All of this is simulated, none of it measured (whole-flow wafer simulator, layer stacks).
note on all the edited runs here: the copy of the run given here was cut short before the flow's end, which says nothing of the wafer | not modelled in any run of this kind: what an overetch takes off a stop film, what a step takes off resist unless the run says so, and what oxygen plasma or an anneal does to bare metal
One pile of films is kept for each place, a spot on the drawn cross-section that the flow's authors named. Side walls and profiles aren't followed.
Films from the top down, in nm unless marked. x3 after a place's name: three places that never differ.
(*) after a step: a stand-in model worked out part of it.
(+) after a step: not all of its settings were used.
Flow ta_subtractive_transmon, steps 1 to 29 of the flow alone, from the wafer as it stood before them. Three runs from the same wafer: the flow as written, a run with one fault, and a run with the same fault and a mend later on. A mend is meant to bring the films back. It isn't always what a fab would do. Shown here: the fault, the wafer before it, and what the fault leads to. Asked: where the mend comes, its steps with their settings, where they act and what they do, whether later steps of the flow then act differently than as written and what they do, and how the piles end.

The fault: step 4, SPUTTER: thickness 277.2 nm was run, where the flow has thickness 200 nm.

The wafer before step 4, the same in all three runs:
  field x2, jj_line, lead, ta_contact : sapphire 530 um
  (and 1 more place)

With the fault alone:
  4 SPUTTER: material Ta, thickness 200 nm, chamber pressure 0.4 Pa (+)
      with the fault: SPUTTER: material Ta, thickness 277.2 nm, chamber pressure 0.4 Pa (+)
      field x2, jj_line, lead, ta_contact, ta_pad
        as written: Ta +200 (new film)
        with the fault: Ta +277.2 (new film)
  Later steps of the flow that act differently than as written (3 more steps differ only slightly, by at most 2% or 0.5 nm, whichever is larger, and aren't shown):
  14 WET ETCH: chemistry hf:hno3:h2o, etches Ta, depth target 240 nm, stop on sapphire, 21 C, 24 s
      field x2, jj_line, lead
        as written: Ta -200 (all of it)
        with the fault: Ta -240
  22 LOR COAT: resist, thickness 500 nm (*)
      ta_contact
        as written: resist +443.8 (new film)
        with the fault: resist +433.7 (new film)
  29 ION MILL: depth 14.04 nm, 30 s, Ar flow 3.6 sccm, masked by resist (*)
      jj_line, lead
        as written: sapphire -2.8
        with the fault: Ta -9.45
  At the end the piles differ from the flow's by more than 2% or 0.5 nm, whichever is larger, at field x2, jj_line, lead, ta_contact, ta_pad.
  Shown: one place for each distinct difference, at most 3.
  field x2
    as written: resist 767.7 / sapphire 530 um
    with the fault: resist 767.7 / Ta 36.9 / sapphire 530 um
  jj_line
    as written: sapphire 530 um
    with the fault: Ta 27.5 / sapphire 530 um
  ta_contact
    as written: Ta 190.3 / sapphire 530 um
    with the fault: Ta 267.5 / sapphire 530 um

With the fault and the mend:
  The mend comes after step 5.
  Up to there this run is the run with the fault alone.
  5a WET ETCH: chemistry hf:hno3:h2o, etches Ta, depth target 318.7 nm, stop on sapphire, 21 C, 31.87 s
      field x2, jj_line, lead, ta_contact, ta_pad
        Ta -277.2 (all of it)
  5b SPUTTER: material Ta, thickness 200 nm, chamber pressure 0.4 Pa (+) (the flow's step 4 once more)
      field x2, jj_line, lead, ta_contact, ta_pad
        Ta +200 (new film)
  No later step of the flow acts differently than as written at any place that is followed.
  At the end the piles are the same as the flow's at every place that both follow.
